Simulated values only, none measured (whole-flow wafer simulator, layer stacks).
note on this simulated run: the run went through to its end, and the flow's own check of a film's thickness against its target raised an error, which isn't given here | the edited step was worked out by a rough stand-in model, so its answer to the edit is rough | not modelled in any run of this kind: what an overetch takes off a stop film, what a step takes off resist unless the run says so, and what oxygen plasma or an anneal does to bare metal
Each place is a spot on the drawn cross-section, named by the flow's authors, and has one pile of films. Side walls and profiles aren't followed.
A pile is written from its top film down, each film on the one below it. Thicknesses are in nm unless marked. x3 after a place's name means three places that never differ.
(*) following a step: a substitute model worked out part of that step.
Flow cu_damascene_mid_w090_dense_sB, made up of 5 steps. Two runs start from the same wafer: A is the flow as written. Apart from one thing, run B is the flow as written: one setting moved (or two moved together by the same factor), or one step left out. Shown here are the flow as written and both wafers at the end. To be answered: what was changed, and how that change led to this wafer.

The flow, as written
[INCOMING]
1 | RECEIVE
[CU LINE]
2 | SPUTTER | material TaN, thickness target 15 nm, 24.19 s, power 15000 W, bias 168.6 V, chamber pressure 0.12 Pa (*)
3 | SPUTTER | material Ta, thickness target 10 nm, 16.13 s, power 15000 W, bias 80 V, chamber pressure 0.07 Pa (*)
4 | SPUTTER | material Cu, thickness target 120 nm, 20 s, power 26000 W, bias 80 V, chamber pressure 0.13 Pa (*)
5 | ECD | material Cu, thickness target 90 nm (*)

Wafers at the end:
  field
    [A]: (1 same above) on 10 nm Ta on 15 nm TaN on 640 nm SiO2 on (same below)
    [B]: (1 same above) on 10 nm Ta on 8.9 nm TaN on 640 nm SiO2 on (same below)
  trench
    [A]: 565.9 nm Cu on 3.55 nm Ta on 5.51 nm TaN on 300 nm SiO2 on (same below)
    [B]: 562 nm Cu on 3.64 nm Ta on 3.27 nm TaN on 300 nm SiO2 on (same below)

Cause: step 2, SPUTTER: thickness target 8.9 nm was run, whereas the flow has thickness target 15 nm; step 2, SPUTTER: 14.32 s was run, where the flow has 24.19 s.
The wafer lets one read it off: field has TaN 8.9, and step 2 as written asks for 15 nm.

The path from the change to this, step by step:
  2 | SPUTTER | material TaN, thickness target 15 nm, 24.19 s, power 15000 W, bias 168.6 V, chamber pressure 0.12 Pa (*)
      field: A +15 TaN (new film) | B +8.9 TaN (new film)
      trench: A +5.51 TaN (new film) | B +3.27 TaN (new film)
  4 | SPUTTER | material Cu, thickness target 120 nm, 20 s, power 26000 W, bias 80 V, chamber pressure 0.13 Pa (*)
      trench: A +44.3 Cu (new film) | B +45.3 Cu (new film)
